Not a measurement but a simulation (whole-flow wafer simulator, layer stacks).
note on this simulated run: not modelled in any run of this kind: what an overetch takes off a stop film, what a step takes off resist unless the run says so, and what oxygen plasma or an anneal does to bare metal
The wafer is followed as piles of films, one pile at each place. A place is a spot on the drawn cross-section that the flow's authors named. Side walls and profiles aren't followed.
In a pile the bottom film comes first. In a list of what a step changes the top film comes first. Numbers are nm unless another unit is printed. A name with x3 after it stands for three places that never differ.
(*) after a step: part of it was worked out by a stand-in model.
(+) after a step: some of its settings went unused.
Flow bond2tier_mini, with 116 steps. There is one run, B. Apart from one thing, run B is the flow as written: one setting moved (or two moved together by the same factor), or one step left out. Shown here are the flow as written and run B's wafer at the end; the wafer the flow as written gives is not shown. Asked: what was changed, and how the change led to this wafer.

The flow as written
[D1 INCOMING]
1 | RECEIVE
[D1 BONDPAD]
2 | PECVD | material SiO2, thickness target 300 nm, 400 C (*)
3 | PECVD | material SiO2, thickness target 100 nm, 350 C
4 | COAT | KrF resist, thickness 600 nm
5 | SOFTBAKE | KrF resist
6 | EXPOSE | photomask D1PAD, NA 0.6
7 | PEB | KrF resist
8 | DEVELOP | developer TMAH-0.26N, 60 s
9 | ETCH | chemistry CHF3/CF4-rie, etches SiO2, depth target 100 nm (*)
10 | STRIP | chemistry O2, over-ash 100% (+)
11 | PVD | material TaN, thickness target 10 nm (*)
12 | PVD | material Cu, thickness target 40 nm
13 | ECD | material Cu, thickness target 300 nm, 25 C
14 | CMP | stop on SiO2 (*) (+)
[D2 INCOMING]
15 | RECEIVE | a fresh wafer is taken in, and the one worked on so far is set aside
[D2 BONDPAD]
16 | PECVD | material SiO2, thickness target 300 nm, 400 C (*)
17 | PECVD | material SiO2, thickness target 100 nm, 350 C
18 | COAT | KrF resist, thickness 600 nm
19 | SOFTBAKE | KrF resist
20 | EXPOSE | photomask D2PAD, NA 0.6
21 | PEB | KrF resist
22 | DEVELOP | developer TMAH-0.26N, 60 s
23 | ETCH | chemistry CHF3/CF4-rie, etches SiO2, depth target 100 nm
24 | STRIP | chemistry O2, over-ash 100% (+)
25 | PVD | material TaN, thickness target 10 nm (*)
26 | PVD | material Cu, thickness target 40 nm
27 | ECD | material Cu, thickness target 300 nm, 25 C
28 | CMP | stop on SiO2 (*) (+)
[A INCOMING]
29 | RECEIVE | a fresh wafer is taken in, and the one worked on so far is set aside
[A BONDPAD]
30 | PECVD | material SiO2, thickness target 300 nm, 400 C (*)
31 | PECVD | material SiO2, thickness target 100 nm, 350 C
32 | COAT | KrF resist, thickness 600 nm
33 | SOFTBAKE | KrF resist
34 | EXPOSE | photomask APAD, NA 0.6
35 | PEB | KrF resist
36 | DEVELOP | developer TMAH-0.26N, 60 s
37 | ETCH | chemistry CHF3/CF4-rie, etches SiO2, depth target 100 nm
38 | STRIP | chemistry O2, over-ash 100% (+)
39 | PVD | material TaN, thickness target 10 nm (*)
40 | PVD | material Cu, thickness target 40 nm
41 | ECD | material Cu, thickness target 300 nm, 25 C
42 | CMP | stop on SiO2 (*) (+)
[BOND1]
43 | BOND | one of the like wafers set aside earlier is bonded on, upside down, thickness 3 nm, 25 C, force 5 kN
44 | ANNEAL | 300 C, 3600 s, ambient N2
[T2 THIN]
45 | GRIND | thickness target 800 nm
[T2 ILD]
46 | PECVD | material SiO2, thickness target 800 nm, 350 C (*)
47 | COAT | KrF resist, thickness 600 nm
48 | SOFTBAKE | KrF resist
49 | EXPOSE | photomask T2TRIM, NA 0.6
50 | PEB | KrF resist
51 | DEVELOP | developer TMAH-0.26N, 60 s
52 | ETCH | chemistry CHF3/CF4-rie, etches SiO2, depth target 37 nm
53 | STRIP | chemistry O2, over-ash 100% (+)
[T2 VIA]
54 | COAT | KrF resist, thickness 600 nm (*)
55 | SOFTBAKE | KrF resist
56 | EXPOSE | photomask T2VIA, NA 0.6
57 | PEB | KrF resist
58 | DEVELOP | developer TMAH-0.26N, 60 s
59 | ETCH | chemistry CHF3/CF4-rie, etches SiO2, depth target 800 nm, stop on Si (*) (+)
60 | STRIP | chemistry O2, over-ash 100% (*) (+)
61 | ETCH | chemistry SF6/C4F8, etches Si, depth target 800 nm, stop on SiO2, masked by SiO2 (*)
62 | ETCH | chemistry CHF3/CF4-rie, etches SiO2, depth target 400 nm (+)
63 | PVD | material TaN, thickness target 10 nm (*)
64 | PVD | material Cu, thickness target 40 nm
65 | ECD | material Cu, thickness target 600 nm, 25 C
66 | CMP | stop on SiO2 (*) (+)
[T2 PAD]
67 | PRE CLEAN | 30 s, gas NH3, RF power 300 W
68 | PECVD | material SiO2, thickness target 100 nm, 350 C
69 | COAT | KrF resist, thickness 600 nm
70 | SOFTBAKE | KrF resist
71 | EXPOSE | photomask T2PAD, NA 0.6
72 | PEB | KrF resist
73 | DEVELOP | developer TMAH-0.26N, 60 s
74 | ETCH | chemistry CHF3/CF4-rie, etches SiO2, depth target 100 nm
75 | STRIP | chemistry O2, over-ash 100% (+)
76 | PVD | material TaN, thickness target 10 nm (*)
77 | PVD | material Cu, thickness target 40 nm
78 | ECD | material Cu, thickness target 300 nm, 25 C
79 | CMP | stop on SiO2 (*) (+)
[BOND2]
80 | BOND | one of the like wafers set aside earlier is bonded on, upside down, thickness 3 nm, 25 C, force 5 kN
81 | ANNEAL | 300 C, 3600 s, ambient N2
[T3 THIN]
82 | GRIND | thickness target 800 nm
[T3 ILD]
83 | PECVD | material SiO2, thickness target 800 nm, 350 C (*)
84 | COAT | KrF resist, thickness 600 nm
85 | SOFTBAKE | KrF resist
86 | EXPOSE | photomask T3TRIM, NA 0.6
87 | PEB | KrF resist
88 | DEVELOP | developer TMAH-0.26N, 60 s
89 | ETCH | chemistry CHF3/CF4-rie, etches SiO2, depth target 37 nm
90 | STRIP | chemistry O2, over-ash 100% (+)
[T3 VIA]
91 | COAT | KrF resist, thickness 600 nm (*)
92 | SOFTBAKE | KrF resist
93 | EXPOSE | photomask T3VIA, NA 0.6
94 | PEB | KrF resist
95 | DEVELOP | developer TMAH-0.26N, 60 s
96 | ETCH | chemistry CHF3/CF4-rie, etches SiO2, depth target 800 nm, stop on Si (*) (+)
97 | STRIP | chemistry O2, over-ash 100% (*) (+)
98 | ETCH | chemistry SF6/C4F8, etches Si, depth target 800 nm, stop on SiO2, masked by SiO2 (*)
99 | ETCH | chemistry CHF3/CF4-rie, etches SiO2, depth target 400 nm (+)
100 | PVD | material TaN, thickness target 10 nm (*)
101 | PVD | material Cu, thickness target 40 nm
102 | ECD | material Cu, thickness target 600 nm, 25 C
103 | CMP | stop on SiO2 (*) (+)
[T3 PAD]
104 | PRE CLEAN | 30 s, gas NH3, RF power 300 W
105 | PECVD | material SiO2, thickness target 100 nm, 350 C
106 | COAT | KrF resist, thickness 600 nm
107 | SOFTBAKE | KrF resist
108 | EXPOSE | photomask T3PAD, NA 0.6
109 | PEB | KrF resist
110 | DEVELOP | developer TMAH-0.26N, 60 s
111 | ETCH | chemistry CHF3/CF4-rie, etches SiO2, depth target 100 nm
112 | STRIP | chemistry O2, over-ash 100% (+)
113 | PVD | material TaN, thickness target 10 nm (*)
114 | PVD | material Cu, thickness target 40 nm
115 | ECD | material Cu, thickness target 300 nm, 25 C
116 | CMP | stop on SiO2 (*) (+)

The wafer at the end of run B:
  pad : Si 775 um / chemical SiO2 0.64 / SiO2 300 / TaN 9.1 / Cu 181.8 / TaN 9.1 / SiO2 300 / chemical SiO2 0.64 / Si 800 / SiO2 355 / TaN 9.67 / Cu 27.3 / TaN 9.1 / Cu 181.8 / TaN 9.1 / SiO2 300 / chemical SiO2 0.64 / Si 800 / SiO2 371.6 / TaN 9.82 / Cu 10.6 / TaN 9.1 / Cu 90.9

The reason: step 89, ETCH: depth target 20.4 nm was run, whereas the flow has depth target 37 nm.

How this came from the change, step by step:
  89 | ETCH | chemistry CHF3/CF4-rie, etches SiO2, depth target 37 nm
      field: -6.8 KrF resist (as written it would have been: -12.3 KrF resist)
      pad: -20.4 SiO2 (as written it would have been: -37 SiO2)
  97 | STRIP | chemistry O2, over-ash 100% (*) (+)
      field: -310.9 KrF resist (all of it) (as written it would have been: -303.9 KrF resist (all of it))
      pad: -328.6 KrF resist (all of it) (as written it would have been: -336 KrF resist (all of it))
  102 | ECD | material Cu, thickness target 600 nm, 25 C
      pad: +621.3 Cu (as written it would have been: +638.7 Cu)
